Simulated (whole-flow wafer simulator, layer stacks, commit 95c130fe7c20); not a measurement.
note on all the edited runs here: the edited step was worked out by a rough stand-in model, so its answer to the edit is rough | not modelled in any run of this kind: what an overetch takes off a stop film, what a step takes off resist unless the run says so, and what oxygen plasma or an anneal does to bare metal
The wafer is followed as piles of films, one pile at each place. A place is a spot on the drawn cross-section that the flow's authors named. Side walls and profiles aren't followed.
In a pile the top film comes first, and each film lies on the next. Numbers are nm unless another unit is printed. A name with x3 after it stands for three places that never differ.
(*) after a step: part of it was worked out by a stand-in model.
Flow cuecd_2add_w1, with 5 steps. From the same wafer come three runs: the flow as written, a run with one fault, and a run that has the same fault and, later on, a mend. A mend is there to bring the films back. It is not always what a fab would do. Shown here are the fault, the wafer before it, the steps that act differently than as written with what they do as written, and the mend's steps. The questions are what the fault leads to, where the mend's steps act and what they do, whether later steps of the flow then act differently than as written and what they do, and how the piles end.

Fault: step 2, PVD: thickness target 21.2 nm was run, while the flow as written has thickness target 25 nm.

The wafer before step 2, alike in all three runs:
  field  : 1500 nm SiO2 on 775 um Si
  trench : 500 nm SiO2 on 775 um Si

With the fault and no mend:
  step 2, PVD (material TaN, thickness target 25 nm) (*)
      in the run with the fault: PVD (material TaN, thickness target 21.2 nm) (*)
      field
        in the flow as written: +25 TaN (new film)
        in the run with the fault: +21.2 TaN (new film)
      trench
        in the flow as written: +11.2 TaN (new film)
        in the run with the fault: +9.53 TaN (new film)
  Later steps of the flow that are run all act as written at every place that is followed, up to a difference of at most 2% or 0.5 nm, whichever is larger.
  By the end, the piles at field, trench depart from the flow's by more than 2% or 0.5 nm, whichever is larger.
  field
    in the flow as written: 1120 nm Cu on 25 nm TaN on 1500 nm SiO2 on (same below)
    in the run with the fault: 1120 nm Cu on 21.2 nm TaN on 1500 nm SiO2 on (same below)
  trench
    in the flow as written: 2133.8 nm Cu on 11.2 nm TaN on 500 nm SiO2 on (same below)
    in the run with the fault: 2131.7 nm Cu on 9.53 nm TaN on 500 nm SiO2 on (same below)

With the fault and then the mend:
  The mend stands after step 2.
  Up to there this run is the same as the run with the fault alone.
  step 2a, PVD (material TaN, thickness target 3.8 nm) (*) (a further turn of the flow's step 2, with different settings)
      field
        +3.8 TaN
      trench
        +1.67 TaN
  Later steps of the flow that are run all act as written at every place that is followed.
  The piles end the same as the flow's at every place that both follow.
